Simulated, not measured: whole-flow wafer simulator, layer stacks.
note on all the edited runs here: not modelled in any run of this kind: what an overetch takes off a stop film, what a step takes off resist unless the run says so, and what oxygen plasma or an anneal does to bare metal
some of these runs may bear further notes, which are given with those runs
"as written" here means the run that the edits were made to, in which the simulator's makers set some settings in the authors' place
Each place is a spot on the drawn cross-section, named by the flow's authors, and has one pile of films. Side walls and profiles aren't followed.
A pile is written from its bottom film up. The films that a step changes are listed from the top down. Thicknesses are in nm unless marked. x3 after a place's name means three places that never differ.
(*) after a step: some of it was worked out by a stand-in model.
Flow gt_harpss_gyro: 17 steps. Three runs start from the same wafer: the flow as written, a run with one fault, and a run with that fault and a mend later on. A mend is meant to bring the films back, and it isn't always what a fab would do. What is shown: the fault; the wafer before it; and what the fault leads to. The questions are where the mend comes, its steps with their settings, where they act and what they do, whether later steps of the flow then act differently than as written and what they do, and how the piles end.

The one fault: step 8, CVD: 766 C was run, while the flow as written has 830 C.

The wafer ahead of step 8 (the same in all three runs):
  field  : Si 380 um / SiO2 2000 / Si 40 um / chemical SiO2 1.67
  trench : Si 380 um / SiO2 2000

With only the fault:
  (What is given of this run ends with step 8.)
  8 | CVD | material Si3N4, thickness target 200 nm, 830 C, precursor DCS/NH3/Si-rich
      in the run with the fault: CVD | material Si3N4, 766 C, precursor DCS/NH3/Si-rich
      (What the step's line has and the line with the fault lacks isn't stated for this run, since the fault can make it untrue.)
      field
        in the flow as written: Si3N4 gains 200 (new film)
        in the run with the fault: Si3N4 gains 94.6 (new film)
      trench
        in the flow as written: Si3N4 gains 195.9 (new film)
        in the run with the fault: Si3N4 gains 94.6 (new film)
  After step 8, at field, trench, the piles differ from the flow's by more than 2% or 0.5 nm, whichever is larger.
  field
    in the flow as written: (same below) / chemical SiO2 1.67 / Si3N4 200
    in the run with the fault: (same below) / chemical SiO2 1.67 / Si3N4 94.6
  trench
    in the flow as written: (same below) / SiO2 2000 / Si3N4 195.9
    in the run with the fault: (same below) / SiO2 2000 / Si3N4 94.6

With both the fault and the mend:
  After step 8 comes the mend.
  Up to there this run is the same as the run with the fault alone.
  8a | CVD | material Si3N4, thickness target 104.4 nm, 830 C, precursor DCS/NH3/Si-rich (the flow's step 8, run once more with other settings)
      field
        Si3N4 gains 104.4
      trench
        Si3N4 gains 102
  Steps further on in the flow that do not act as written:
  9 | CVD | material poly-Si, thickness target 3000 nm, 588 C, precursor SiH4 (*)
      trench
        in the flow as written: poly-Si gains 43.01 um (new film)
        in the run with the mend: poly-Si gains 43 um (new film)
  When the end is reached, the piles differ only a little from the flow's at the places that both follow, at most by 2% or 0.5 nm, whichever is larger.
